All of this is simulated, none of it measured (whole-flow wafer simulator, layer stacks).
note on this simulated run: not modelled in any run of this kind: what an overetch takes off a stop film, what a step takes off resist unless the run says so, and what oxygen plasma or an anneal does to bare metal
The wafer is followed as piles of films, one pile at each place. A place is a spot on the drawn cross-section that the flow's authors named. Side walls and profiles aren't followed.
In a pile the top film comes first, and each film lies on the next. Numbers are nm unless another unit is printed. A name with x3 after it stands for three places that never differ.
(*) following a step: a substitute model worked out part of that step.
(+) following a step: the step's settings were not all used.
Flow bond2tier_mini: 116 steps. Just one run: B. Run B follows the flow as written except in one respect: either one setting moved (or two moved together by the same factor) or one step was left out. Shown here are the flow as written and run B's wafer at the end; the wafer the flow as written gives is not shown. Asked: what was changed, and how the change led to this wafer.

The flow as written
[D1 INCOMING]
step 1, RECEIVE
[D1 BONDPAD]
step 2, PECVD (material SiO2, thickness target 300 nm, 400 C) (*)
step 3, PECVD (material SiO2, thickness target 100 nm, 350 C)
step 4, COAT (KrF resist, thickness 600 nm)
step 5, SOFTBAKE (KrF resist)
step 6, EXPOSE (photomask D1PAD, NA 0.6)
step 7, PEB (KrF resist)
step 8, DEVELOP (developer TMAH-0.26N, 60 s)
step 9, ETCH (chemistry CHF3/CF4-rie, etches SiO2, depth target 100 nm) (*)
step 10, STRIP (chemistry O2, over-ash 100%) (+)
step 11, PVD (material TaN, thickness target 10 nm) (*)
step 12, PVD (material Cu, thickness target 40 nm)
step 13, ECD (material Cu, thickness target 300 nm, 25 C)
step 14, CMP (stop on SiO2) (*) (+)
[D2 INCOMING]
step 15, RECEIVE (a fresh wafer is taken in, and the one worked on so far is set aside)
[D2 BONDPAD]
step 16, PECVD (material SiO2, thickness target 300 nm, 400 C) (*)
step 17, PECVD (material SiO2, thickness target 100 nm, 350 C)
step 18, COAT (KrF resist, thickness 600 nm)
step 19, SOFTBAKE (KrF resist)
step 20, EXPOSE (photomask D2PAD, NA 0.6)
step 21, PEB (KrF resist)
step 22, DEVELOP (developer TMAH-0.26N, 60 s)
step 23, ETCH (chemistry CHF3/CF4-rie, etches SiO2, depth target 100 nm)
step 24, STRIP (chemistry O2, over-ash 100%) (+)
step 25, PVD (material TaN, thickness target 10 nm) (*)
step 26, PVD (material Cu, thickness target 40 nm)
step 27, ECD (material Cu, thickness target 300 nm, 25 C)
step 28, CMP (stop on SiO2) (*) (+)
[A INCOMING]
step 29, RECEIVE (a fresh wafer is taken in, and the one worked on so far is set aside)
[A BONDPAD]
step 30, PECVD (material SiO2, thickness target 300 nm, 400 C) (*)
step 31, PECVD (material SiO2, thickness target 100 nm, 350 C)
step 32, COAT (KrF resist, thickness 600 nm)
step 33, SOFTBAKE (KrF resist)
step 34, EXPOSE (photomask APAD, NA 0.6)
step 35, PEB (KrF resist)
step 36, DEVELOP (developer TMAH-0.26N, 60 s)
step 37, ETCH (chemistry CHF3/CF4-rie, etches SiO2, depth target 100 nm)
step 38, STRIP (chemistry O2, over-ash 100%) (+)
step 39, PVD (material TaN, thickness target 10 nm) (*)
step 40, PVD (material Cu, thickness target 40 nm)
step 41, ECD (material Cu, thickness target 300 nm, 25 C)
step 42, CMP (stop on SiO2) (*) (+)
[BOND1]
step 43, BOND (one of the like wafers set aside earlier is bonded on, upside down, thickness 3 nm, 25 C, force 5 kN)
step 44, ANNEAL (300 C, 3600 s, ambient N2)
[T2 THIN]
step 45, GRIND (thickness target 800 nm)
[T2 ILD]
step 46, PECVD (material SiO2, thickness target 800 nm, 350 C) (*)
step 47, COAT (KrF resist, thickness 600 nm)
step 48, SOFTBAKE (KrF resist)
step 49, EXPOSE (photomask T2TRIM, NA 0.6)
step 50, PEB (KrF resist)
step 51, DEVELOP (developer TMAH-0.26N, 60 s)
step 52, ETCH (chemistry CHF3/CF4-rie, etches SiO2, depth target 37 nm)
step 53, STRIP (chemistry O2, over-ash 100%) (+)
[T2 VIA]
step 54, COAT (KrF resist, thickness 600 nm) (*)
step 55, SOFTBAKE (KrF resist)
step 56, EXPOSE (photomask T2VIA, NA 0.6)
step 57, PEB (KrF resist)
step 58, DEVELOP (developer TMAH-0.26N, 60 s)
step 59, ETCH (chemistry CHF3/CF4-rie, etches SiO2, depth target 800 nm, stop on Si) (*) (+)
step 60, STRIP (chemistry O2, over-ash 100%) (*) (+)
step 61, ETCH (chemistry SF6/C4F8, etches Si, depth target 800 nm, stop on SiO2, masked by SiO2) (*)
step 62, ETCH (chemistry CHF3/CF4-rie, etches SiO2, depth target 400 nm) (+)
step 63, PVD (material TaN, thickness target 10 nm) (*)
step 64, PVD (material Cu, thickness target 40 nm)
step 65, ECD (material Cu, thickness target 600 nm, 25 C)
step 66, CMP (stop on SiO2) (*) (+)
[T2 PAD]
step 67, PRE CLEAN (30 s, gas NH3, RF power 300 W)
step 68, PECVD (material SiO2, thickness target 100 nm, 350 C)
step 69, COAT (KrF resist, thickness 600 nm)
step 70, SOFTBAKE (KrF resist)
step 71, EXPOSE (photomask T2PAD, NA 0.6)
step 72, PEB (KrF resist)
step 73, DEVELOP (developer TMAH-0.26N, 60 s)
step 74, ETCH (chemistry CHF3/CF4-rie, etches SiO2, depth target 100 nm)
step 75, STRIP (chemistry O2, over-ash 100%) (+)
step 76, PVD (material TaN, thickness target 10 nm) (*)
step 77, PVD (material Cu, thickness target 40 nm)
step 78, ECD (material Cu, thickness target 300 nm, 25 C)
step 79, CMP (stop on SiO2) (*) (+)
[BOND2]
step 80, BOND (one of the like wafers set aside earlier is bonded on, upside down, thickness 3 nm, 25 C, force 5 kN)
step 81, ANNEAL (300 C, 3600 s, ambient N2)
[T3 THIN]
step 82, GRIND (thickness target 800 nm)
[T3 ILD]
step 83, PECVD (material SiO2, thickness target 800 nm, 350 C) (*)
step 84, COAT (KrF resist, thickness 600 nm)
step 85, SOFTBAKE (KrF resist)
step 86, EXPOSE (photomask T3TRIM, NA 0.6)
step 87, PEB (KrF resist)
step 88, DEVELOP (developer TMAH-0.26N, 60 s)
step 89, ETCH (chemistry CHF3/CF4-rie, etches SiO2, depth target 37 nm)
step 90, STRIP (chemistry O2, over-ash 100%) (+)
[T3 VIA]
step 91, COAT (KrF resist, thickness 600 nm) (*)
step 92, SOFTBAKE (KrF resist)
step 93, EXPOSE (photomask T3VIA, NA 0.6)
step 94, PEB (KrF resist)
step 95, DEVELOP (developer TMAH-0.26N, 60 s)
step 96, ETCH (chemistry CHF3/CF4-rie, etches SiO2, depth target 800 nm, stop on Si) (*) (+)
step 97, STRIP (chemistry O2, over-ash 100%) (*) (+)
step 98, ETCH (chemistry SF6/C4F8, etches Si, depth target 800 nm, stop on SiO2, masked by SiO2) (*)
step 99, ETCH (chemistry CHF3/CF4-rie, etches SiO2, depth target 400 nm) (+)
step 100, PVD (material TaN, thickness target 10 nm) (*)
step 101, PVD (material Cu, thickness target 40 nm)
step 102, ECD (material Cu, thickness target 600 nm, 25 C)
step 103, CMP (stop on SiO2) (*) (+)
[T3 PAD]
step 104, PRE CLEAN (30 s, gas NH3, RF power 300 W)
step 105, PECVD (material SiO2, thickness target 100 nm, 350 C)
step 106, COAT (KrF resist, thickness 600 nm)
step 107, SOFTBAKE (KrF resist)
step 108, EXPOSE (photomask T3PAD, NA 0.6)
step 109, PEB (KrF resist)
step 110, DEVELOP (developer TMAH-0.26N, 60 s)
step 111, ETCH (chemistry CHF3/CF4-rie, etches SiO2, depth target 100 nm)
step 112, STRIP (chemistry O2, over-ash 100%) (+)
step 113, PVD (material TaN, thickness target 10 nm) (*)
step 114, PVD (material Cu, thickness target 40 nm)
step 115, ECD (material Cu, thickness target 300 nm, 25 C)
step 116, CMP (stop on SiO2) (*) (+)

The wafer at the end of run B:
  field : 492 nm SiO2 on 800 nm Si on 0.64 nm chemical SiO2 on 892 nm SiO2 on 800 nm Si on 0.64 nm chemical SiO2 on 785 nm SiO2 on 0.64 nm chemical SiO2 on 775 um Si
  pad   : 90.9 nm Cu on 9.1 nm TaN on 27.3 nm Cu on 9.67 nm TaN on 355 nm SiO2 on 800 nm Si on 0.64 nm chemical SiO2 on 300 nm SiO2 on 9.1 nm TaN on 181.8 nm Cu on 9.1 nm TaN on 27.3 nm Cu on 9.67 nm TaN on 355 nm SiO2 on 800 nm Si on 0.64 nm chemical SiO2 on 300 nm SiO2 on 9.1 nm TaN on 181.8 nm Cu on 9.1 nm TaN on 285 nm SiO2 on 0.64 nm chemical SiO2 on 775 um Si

What caused this: step 31, PECVD: thickness target 85 nm was run, whereas the flow has thickness target 100 nm.

How this came from the change, step by step:
  step 31, PECVD (material SiO2, thickness target 100 nm, 350 C)
      field, pad, via: SiO2 gains 85 (in the flow as written it would be: SiO2 gains 100)
